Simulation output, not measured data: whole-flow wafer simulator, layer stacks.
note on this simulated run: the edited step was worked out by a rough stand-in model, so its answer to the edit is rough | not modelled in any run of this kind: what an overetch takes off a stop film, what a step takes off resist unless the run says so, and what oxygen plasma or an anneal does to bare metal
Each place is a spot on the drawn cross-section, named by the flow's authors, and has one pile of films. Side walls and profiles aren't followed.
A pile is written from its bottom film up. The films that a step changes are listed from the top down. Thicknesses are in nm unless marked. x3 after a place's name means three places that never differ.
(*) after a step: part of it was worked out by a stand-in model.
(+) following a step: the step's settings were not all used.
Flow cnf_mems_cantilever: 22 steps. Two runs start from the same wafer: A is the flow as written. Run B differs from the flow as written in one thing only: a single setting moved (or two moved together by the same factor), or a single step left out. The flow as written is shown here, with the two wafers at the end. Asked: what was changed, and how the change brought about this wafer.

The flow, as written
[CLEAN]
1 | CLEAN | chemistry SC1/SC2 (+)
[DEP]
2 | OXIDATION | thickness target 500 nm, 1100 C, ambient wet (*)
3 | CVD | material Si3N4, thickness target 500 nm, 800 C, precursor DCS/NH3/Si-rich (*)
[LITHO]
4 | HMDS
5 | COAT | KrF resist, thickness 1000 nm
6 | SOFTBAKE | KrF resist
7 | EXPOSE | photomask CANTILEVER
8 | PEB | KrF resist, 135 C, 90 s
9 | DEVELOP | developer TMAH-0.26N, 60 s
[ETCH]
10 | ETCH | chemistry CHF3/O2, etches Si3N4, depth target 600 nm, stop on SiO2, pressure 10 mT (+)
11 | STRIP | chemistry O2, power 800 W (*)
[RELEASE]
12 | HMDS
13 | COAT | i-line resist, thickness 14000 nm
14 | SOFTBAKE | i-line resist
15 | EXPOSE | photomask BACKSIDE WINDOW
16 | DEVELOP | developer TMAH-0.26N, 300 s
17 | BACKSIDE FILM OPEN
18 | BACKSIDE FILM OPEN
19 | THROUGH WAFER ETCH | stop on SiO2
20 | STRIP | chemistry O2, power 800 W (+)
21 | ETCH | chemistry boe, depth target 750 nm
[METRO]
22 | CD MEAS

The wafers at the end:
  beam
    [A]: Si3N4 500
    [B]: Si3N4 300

What caused this: step 3, CVD: thickness target 300 nm was run, whereas the flow has thickness target 500 nm.
The wafer lets one read it off: beam has Si3N4 300, and step 3 as written asks for 500 nm.

The path from the change to this, step by step:
  3 | CVD | material Si3N4, thickness target 500 nm, 800 C, precursor DCS/NH3/Si-rich (*)
      field, beam: A +500 Si3N4 (new film) | B +300 Si3N4 (new film)
  10 | ETCH | chemistry CHF3/O2, etches Si3N4, depth target 600 nm, stop on SiO2, pressure 10 mT (+)
      field: A -500 Si3N4 (all of it) | B -300 Si3N4 (all of it)
      beam: A -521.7 KrF resist | B -391.3 KrF resist
  11 | STRIP | chemistry O2, power 800 W (*)
      beam: A -419.9 KrF resist (all of it) | B -550.4 KrF resist (all of it)
